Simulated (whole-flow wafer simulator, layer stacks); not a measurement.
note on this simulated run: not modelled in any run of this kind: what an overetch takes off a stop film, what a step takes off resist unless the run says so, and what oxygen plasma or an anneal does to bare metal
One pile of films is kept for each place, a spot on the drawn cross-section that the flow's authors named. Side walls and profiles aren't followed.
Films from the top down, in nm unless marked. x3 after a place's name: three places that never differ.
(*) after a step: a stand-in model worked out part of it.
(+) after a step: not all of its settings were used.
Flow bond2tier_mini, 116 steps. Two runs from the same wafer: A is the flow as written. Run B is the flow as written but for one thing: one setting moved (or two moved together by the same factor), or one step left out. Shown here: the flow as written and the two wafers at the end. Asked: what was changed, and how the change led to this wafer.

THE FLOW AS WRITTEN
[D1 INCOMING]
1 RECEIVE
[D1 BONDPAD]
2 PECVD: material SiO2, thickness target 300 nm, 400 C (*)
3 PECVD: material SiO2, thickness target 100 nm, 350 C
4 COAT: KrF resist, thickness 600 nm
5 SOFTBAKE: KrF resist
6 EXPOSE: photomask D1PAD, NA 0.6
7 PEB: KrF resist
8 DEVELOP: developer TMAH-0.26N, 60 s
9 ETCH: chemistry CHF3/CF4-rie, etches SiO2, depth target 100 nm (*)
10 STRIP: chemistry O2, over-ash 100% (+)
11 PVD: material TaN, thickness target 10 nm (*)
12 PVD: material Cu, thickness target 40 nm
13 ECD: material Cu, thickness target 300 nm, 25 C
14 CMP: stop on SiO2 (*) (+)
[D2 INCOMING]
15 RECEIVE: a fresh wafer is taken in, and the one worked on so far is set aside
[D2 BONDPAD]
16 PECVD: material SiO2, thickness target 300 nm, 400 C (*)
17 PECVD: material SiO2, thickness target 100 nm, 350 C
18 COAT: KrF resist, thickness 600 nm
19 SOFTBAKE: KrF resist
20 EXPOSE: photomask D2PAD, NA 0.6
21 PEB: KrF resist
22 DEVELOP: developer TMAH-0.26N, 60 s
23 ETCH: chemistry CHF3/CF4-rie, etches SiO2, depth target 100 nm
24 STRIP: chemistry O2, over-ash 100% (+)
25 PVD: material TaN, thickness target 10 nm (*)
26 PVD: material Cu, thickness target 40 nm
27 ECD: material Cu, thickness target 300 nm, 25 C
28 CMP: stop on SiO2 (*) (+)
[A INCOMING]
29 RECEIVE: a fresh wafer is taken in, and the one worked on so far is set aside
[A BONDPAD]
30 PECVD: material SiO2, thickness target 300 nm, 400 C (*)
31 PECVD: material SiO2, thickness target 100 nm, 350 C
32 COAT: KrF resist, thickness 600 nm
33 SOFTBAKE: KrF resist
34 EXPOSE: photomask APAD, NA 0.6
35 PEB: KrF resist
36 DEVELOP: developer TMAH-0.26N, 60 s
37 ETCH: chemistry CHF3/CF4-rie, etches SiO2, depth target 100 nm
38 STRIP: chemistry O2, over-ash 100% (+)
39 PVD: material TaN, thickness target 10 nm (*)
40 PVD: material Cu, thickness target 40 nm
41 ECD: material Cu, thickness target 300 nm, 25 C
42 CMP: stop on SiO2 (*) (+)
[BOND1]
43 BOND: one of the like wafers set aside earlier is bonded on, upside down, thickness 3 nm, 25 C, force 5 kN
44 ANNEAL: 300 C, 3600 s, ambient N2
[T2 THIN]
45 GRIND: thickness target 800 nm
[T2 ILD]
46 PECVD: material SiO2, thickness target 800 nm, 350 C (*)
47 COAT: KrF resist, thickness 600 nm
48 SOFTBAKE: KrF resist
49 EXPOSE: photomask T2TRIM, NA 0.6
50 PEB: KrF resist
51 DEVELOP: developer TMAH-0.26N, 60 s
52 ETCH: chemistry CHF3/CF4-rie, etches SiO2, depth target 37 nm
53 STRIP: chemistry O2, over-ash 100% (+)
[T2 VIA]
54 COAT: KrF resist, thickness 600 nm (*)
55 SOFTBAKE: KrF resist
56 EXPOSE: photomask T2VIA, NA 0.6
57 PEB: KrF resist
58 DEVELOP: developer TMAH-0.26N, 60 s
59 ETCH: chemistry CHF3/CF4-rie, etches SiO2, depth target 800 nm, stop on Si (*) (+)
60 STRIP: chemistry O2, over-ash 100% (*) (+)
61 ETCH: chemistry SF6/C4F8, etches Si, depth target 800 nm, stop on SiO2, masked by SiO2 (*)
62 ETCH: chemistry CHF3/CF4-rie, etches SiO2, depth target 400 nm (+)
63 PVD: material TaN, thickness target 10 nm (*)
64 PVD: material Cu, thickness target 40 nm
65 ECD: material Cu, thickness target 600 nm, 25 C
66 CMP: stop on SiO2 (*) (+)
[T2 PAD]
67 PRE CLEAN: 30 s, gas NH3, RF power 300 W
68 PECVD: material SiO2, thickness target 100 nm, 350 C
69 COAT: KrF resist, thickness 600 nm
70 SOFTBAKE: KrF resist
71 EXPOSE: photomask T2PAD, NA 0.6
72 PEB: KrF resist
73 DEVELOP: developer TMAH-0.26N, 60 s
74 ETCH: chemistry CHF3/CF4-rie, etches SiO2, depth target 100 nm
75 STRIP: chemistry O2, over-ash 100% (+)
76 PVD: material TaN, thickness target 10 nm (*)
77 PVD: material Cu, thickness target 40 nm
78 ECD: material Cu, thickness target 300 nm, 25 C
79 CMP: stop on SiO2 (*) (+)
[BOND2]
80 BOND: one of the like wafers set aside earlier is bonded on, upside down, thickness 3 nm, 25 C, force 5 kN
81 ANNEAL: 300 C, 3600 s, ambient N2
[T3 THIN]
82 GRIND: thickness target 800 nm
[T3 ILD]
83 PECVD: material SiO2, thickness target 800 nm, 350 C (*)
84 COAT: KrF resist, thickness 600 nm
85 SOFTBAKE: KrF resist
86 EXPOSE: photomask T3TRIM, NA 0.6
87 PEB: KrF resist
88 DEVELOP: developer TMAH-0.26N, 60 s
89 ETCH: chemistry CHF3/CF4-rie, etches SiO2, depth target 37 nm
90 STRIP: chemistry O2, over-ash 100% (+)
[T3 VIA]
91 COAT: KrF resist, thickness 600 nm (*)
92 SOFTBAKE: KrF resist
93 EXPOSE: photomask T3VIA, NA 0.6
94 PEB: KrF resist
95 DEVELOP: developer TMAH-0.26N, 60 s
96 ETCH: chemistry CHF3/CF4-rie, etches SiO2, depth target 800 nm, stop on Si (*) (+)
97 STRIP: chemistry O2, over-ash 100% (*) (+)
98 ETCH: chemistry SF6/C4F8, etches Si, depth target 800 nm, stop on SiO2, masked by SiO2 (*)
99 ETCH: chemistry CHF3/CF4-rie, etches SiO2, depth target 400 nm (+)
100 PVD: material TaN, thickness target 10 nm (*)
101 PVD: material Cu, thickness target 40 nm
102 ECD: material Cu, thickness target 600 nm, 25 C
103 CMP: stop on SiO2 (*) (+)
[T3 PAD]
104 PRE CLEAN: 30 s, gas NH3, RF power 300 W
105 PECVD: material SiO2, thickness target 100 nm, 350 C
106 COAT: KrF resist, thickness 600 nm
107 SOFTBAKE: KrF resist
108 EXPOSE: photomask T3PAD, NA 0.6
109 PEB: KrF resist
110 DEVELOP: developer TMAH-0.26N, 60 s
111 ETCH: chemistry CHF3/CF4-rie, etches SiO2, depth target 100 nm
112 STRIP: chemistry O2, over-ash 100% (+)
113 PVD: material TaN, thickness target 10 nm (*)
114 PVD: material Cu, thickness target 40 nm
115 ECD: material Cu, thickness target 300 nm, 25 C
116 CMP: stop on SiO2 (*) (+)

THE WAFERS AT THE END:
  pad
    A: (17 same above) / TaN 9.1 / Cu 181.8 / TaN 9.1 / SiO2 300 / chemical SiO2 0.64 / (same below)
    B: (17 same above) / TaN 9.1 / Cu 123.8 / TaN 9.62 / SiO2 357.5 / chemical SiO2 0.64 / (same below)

The cause: step 37, ETCH: depth target 42.5 nm was run, where the flow has depth target 100 nm.

How the change led to this, step by step:
  37 ETCH: chemistry CHF3/CF4-rie, etches SiO2, depth target 100 nm
      pad, via: A SiO2 -100 | B SiO2 -42.5
      field: A KrF resist -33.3 | B KrF resist -14.2
  38 STRIP: chemistry O2, over-ash 100% (+)
      field: A KrF resist -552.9 (all of it) | B KrF resist -572.1 (all of it)
  39 PVD: material TaN, thickness target 10 nm (*)
      pad: A TaN +9.1 (new film) | B TaN +9.62 (new film)
  40 PVD: material Cu, thickness target 40 nm
      pad: A Cu +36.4 (new film) | B Cu +38.5 (new film)
  41 ECD: material Cu, thickness target 300 nm, 25 C
      pad: A Cu +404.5 | B Cu +344.4
      via: A Cu +400.2 | B Cu +342.5
